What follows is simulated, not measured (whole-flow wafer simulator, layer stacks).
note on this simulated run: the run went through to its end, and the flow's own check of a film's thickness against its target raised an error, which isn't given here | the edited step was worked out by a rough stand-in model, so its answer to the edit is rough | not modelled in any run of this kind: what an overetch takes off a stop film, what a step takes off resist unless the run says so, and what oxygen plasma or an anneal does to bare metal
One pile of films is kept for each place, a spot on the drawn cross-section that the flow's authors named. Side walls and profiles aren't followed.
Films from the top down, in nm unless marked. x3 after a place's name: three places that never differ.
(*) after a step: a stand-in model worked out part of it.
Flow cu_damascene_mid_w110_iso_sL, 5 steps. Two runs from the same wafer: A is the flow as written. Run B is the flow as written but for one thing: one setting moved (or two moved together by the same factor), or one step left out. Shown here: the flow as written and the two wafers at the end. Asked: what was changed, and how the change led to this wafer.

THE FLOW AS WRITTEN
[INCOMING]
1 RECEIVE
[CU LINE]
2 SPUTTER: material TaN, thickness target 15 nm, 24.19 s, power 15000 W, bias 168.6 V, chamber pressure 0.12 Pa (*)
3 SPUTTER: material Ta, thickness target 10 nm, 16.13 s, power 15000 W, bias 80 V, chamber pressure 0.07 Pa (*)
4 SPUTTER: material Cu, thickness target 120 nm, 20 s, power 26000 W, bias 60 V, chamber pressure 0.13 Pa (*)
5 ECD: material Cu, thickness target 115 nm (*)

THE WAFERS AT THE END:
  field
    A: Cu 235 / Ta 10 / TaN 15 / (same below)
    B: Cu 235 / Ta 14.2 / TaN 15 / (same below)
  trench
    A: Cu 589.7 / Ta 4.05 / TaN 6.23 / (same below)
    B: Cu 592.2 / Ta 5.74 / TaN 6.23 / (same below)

The cause: step 3, SPUTTER: thickness target 14.2 nm was run, where the flow has thickness target 10 nm; step 3, SPUTTER: 22.99 s was run, where the flow has 16.13 s.
It can be read off the wafer: field has Ta 14.2, and step 3 as written asks for 10 nm.

How the change led to this, step by step:
  3 SPUTTER: material Ta, thickness target 10 nm, 16.13 s, power 15000 W, bias 80 V, chamber pressure 0.07 Pa (*)
      field: A Ta +10 (new film) | B Ta +14.2 (new film)
      trench: A Ta +4.05 (new film) | B Ta +5.74 (new film)
